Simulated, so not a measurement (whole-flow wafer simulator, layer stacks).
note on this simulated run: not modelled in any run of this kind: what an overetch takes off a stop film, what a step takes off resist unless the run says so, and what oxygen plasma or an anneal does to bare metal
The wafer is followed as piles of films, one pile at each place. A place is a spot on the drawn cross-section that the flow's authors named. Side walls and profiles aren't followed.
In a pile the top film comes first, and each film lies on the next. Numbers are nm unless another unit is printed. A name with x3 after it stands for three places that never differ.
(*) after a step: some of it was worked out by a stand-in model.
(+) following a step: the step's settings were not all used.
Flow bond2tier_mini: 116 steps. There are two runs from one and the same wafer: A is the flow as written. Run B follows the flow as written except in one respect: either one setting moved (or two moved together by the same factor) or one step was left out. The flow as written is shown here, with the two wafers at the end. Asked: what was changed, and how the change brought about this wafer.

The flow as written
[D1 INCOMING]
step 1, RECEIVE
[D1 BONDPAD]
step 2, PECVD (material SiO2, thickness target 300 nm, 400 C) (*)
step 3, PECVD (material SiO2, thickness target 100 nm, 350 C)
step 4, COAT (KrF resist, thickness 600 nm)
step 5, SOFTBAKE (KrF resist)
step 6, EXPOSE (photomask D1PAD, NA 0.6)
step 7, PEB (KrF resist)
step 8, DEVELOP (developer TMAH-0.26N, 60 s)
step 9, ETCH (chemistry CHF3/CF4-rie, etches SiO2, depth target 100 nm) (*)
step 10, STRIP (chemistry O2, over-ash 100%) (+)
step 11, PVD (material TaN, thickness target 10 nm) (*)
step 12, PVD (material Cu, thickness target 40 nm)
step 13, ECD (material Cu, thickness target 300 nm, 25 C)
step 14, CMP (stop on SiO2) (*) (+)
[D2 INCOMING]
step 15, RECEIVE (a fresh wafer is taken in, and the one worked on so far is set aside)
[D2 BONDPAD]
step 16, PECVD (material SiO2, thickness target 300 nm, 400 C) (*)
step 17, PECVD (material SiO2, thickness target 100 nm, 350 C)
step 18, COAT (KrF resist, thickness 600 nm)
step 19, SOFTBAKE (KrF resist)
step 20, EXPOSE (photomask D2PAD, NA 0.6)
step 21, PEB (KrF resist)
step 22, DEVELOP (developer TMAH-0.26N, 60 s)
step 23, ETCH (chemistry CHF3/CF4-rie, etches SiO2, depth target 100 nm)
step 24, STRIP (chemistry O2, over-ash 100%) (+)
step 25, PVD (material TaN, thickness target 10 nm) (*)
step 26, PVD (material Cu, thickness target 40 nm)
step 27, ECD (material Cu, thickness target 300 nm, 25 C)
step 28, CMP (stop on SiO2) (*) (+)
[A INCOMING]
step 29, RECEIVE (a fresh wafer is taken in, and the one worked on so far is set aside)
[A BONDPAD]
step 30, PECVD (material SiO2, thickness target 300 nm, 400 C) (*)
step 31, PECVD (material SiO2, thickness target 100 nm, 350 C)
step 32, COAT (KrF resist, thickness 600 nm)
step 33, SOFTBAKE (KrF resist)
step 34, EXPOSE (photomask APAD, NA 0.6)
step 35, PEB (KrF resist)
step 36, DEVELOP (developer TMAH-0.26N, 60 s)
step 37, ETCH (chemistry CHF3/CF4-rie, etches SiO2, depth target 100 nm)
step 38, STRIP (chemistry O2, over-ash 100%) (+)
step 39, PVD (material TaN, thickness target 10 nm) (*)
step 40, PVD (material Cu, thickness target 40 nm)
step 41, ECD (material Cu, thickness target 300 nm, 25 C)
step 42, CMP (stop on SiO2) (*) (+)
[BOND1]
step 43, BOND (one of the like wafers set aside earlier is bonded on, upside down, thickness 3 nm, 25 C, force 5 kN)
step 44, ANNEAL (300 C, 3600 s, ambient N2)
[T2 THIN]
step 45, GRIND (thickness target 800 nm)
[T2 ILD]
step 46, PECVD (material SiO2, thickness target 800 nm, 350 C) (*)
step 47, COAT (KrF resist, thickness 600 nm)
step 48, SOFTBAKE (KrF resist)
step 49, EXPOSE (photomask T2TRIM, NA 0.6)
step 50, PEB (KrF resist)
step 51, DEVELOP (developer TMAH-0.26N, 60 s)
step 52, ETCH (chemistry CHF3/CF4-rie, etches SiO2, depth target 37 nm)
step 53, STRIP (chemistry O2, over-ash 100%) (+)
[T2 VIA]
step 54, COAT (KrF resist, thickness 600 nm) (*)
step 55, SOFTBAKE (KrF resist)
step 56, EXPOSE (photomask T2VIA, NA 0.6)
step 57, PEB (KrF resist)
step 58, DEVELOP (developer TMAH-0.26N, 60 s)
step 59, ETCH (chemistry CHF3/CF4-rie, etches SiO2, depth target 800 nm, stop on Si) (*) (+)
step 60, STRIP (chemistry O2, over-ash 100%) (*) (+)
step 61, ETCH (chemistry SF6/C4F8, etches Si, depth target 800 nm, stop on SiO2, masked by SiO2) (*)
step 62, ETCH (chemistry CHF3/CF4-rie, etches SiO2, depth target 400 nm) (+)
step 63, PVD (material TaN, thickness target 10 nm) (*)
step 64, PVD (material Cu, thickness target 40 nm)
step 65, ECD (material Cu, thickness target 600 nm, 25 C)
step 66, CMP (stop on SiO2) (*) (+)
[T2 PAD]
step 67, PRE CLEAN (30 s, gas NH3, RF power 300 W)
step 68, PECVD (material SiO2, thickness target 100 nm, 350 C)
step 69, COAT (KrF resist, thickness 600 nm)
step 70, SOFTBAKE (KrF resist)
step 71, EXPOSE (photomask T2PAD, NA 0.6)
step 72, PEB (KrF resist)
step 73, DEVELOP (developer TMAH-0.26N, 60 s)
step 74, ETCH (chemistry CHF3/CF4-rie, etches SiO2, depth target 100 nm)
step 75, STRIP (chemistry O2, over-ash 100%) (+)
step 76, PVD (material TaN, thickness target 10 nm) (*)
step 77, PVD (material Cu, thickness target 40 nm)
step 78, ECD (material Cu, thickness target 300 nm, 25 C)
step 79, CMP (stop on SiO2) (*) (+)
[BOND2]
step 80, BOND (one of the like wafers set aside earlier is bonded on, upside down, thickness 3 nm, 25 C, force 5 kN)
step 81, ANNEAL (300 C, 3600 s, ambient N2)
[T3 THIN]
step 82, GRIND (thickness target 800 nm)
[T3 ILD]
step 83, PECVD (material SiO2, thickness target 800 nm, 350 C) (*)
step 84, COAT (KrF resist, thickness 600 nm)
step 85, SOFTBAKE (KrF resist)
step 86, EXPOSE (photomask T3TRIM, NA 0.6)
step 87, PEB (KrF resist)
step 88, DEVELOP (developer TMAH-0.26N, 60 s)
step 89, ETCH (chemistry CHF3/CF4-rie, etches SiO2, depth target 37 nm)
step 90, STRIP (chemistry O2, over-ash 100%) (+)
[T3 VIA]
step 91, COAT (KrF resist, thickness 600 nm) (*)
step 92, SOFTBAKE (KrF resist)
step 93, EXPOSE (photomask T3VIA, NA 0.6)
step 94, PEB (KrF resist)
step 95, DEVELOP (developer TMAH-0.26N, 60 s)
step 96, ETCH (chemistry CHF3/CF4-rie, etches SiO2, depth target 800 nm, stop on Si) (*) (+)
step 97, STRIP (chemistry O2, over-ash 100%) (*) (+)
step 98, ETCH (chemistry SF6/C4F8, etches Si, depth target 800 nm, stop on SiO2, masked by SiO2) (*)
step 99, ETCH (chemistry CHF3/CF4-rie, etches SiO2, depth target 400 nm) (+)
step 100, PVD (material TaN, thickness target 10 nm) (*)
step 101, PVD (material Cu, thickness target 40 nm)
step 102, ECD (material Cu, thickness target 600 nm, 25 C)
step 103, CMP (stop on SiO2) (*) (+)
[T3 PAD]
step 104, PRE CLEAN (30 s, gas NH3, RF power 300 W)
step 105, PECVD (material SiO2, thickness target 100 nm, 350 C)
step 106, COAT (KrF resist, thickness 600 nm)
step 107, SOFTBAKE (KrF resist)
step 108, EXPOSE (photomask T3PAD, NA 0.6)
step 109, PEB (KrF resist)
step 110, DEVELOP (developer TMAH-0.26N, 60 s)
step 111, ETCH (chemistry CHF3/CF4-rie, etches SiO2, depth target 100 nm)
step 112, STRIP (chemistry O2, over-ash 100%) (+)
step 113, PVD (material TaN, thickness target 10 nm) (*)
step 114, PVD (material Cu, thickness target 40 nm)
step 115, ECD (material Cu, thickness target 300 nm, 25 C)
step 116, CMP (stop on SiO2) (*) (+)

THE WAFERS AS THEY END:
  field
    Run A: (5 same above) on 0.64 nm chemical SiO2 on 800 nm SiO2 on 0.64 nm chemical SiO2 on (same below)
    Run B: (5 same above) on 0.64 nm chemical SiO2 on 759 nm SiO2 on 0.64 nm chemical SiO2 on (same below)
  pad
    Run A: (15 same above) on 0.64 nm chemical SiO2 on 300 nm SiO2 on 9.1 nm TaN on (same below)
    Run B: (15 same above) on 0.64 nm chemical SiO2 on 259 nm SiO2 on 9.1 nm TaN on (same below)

What caused this: step 3, PECVD: thickness target 59 nm was run, while the flow as written has thickness target 100 nm.

The path from the change to this, step by step:
  step 3, PECVD (material SiO2, thickness target 100 nm, 350 C)
      field, pad, via: A +100 SiO2 | B +59 SiO2
  step 43, BOND (one of the like wafers set aside earlier is bonded on, upside down, thickness 3 nm, 25 C, force 5 kN)
      field: A +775 um Si (new film), +0.64 chemical SiO2 (new film), +400 SiO2 | B +775 um Si (new film), +0.64 chemical SiO2 (new film), +359 SiO2
      pad: A +775 um Si (new film), +0.64 chemical SiO2 (new film), +300 SiO2 (new film), +9.1 TaN (new film), +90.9 Cu | B +775 um Si (new film), +0.64 chemical SiO2 (new film), +259 SiO2 (new film), +9.1 TaN (new film), +90.9 Cu
      (as well as at 1 more place)
